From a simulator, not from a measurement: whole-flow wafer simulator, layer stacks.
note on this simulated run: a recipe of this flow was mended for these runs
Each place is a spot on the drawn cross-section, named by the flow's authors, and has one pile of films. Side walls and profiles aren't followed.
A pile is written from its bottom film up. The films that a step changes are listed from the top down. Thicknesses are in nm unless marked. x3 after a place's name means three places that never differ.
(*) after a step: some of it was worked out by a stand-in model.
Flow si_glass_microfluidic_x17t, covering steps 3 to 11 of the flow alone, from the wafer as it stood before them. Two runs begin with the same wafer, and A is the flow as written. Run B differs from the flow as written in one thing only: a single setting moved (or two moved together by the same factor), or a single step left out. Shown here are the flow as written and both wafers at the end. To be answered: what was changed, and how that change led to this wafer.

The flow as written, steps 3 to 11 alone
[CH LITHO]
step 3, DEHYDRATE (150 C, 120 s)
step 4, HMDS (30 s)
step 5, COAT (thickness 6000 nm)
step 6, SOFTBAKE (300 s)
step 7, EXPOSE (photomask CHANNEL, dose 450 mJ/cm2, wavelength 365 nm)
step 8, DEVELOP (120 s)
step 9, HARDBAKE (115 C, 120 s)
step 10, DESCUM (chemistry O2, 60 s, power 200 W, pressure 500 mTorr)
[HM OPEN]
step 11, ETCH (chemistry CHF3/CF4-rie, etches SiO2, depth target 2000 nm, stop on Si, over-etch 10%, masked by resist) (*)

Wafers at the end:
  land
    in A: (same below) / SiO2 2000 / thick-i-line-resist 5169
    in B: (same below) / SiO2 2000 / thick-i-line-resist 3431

The reason: step 5, COAT: thickness 4249 nm was run, though the flow has thickness 6000 nm.

Step by step, how the change led to this:
  step 5, COAT (thickness 6000 nm)
      land, tr110 x3: A thick-i-line-resist gains 6000 (new film) | B thick-i-line-resist gains 4249 (new film)
  step 8, DEVELOP (120 s)
      tr110 x3: A thick-i-line-resist loses 6000 (all of it) | B thick-i-line-resist loses 4249 (all of it)
  step 9, HARDBAKE (115 C, 120 s)
      land: A thick-i-line-resist loses 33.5 | B thick-i-line-resist loses 20.5
